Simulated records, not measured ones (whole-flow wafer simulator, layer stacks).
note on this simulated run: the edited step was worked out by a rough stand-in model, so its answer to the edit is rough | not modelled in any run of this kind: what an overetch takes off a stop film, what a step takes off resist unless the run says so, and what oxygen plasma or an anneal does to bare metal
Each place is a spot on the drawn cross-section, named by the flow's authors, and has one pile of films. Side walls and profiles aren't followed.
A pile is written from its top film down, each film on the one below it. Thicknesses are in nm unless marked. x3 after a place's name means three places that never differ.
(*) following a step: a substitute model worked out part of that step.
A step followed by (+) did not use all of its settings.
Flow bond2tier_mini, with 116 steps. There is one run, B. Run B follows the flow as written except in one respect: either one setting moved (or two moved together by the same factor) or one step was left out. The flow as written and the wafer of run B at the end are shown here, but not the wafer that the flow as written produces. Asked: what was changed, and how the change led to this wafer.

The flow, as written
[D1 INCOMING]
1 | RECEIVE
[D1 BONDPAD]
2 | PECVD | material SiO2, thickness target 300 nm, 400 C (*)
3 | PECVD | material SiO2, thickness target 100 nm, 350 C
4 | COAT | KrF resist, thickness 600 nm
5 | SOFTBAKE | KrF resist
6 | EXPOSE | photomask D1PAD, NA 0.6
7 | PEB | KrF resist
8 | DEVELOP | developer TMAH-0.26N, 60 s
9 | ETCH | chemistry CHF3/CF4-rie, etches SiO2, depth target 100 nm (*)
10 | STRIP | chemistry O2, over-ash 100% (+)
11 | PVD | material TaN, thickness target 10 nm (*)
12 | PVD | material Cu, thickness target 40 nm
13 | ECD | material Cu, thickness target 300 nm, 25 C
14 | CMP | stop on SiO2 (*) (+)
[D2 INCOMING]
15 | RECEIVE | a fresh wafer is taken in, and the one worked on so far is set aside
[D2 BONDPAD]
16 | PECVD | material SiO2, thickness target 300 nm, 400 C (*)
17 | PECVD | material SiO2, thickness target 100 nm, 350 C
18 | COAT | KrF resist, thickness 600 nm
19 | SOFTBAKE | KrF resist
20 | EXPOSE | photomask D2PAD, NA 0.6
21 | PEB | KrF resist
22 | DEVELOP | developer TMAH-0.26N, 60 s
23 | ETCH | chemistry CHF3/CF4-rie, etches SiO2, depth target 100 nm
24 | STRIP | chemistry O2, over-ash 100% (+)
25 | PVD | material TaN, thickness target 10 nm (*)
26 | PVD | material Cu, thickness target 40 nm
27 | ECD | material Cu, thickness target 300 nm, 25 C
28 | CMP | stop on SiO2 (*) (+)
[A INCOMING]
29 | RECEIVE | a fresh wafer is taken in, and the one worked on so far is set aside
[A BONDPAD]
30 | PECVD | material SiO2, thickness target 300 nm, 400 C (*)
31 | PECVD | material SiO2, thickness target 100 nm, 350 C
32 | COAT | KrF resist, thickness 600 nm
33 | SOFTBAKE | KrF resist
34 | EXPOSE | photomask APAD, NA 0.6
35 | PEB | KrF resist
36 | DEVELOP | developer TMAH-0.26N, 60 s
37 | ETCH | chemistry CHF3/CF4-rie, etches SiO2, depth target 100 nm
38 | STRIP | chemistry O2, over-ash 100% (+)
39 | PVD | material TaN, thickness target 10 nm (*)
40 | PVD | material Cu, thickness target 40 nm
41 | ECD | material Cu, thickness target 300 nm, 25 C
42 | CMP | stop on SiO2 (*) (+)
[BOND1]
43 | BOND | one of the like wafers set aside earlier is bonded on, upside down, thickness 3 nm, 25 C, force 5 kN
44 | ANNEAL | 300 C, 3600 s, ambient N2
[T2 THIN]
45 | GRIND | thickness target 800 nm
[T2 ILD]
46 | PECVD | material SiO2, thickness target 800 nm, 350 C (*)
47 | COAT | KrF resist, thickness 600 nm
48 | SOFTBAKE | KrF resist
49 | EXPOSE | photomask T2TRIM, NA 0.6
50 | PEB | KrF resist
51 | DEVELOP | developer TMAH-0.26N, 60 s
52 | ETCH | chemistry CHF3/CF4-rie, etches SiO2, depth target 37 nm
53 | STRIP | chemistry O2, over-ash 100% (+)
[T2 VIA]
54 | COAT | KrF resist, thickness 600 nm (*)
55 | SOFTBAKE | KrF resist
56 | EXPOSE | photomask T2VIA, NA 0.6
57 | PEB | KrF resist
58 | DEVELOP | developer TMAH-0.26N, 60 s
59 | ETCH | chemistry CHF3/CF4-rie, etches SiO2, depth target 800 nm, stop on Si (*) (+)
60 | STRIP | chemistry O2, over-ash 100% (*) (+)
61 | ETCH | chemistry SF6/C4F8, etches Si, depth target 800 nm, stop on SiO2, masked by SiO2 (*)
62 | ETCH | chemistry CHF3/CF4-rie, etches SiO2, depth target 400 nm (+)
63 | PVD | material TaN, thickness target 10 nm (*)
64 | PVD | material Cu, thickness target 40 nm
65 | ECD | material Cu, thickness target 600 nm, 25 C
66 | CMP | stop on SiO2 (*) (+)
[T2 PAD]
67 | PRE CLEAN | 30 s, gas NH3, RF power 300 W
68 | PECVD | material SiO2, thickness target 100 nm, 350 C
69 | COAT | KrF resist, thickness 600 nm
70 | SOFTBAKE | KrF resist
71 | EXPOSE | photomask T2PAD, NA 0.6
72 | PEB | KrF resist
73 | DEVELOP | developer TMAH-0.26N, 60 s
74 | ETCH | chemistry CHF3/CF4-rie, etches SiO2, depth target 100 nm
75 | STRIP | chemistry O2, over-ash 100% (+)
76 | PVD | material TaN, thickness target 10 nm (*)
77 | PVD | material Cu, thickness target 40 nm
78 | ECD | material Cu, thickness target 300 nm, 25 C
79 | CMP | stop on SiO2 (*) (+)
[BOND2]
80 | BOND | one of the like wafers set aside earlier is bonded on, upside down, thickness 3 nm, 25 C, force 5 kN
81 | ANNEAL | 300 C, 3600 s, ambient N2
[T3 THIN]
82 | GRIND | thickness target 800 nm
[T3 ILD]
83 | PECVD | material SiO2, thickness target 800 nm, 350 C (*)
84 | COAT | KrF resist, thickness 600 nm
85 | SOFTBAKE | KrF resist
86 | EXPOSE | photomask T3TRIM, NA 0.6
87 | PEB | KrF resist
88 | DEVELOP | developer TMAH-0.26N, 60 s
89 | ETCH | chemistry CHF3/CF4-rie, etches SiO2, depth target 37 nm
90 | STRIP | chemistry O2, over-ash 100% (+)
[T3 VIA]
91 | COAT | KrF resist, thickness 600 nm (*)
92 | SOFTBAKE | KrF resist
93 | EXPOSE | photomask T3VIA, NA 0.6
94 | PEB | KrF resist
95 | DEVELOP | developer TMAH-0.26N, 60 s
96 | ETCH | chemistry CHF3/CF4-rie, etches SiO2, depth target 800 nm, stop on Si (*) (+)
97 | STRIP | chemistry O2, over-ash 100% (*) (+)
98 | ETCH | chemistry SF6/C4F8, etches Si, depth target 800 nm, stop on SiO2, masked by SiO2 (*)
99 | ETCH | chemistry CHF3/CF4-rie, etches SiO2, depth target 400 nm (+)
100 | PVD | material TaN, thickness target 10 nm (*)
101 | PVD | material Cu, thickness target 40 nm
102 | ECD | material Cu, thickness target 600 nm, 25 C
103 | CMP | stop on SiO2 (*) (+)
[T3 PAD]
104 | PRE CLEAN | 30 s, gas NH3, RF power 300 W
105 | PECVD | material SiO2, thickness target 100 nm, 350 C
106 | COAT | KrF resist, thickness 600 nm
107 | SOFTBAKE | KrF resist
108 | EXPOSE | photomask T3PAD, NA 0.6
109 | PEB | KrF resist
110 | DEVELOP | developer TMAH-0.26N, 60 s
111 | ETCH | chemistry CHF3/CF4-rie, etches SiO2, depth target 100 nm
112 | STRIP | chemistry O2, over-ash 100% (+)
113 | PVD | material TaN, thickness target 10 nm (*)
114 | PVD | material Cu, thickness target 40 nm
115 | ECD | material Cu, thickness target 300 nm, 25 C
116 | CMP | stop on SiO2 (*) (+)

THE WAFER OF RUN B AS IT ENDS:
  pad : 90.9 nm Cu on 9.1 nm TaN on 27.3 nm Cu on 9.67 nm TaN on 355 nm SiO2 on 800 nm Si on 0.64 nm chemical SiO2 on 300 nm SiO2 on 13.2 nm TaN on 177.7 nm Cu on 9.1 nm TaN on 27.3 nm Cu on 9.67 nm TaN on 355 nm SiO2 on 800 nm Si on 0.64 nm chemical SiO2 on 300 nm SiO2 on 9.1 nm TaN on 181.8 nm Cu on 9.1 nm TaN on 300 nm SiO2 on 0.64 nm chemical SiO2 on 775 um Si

Cause: step 25, PVD: thickness target 14.5 nm was run, whereas the flow has thickness target 10 nm.

The path from the change to this, step by step:
  25 | PVD | material TaN, thickness target 10 nm (*)
      field: +14.5 TaN (new film) (it would be, as written: +10 TaN (new film))
      pad: +13.2 TaN (new film) (it would be, as written: +9.1 TaN (new film))
      (as well as at 1 more place)
  28 | CMP | stop on SiO2 (*) (+)
      field: -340 Cu (all of it), -14.5 TaN (all of it) (it would be, as written: -340 Cu (all of it), -10 TaN (all of it))
  80 | BOND | one of the like wafers set aside earlier is bonded on, upside down, thickness 3 nm, 25 C, force 5 kN
      pad: +775 um Si (new film), +0.64 chemical SiO2 (new film), +300 SiO2 (new film), +13.2 TaN (new film), +86.8 Cu (it would be, as written: +775 um Si (new film), +0.64 chemical SiO2 (new film), +300 SiO2 (new film), +9.1 TaN (new film), +90.9 Cu)
